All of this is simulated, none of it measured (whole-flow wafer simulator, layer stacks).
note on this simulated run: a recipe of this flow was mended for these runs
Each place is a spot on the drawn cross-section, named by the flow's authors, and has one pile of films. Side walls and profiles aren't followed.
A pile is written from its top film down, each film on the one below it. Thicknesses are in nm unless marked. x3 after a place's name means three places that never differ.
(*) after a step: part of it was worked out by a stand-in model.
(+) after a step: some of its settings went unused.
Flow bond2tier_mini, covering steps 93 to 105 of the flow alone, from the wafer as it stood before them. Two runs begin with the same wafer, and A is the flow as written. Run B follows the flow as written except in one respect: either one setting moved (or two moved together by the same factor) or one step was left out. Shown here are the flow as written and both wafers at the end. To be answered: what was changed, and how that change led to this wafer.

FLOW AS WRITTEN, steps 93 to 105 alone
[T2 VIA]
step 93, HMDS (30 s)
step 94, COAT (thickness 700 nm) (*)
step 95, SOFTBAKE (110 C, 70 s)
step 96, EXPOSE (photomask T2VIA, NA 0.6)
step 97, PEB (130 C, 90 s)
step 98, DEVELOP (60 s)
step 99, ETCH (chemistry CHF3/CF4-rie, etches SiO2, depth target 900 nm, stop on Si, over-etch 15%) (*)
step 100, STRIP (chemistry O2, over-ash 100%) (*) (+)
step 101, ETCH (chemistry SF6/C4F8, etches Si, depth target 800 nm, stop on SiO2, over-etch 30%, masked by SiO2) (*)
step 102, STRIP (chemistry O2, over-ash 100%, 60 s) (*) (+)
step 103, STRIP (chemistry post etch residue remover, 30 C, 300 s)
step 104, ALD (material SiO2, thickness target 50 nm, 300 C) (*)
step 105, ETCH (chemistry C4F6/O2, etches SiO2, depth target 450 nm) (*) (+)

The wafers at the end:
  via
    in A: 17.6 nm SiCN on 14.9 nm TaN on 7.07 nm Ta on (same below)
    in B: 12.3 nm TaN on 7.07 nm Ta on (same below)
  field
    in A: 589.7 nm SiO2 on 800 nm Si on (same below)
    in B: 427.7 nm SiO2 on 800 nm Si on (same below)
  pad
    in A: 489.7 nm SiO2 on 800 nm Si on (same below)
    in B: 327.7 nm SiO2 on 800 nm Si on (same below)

The reason: step 105, ETCH: depth target 612 nm was run, though the flow has depth target 450 nm.

How this came from the change, step by step:
  step 105, ETCH (chemistry C4F6/O2, etches SiO2, depth target 450 nm) (*) (+)
      via: A -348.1 SiO2 (all of it), -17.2 SiCN | B -348.1 SiO2 (all of it), -34.8 SiCN (all of it), -2.61 TaN
      field, pad: A -450 SiO2 | B -612 SiO2
